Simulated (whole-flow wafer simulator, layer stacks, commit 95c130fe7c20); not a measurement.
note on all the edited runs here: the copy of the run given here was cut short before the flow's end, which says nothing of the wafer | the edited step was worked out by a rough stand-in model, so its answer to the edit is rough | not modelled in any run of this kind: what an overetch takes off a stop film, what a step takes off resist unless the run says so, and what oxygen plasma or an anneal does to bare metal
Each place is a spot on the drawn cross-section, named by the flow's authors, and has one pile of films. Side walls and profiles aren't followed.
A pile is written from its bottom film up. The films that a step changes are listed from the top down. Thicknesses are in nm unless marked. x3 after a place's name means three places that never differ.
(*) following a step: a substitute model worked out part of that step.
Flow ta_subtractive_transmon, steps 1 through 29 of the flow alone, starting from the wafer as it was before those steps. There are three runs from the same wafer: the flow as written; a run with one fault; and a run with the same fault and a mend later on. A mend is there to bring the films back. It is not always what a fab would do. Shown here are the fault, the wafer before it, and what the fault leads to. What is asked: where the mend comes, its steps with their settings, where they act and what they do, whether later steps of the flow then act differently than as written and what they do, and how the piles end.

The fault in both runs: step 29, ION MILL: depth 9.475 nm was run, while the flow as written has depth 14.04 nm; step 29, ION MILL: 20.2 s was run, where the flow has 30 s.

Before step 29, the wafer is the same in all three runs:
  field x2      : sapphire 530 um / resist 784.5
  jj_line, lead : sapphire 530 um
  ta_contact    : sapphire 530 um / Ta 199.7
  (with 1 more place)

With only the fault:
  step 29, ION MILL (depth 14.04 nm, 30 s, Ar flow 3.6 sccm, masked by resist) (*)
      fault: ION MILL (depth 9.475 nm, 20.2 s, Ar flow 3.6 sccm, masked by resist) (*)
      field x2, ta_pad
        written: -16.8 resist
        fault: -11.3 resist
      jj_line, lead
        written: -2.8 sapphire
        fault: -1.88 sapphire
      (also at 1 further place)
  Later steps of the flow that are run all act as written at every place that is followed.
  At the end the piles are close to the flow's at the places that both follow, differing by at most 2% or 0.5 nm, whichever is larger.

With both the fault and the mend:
  The mend stands after step 29.
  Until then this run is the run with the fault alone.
  step 29a, ION MILL (depth 4.562 nm, 9.75 s, Ar flow 3.6 sccm, masked by resist) (*) (a further turn of the flow's step 29, with different settings)
      field x2, ta_pad
        -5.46 resist
      jj_line, lead
        -0.91 sapphire
      ta_contact
        -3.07 Ta
  Later steps of the flow that are run all act as written at every place that is followed.
  At the end the piles are close to the flow's at the places that both follow, differing by at most 2% or 0.5 nm, whichever is larger.
